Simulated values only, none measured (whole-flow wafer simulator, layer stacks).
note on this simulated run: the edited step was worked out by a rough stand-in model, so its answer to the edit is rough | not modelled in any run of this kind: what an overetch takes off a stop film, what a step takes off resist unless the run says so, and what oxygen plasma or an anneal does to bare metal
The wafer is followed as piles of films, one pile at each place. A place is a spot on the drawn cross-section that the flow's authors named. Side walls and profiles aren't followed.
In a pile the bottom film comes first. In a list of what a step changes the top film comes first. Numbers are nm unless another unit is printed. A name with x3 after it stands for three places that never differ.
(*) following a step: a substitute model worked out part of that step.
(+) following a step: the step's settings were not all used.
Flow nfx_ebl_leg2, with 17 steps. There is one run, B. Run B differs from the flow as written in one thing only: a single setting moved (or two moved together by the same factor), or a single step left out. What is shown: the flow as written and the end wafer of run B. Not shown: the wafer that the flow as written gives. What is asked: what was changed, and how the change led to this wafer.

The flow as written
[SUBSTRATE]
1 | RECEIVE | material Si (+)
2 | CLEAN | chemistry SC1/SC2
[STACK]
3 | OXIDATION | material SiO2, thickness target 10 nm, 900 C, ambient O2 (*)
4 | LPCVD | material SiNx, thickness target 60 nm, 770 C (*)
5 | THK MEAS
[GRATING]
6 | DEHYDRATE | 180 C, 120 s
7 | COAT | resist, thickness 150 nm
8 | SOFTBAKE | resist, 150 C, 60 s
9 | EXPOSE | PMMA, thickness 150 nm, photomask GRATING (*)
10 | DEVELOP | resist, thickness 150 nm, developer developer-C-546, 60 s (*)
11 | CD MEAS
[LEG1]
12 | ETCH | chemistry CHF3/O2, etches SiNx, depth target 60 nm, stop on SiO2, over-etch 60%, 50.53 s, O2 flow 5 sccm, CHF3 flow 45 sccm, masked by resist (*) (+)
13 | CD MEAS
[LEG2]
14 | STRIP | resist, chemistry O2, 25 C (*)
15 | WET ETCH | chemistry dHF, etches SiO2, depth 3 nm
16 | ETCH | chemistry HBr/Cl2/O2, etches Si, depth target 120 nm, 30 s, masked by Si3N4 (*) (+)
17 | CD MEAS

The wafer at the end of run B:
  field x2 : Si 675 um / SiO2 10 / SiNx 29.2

What caused this: step 4, LPCVD: thickness target 36 nm was run, though the flow has thickness target 60 nm.

How this came from the change, step by step:
  4 | LPCVD | material SiNx, thickness target 60 nm, 770 C (*)
      field x2, pad x2: +36 SiNx (new film) (in the flow as written it would be: +60 SiNx (new film))
  12 | ETCH | chemistry CHF3/O2, etches SiNx, depth target 60 nm, stop on SiO2, over-etch 60%, 50.53 s, O2 flow 5 sccm, CHF3 flow 45 sccm, masked by resist (*) (+)
      pad x2: -36 SiNx (all of it), -10 SiO2 (all of it) (in the flow as written it would be: -60 SiNx (all of it), -10 SiO2 (all of it))
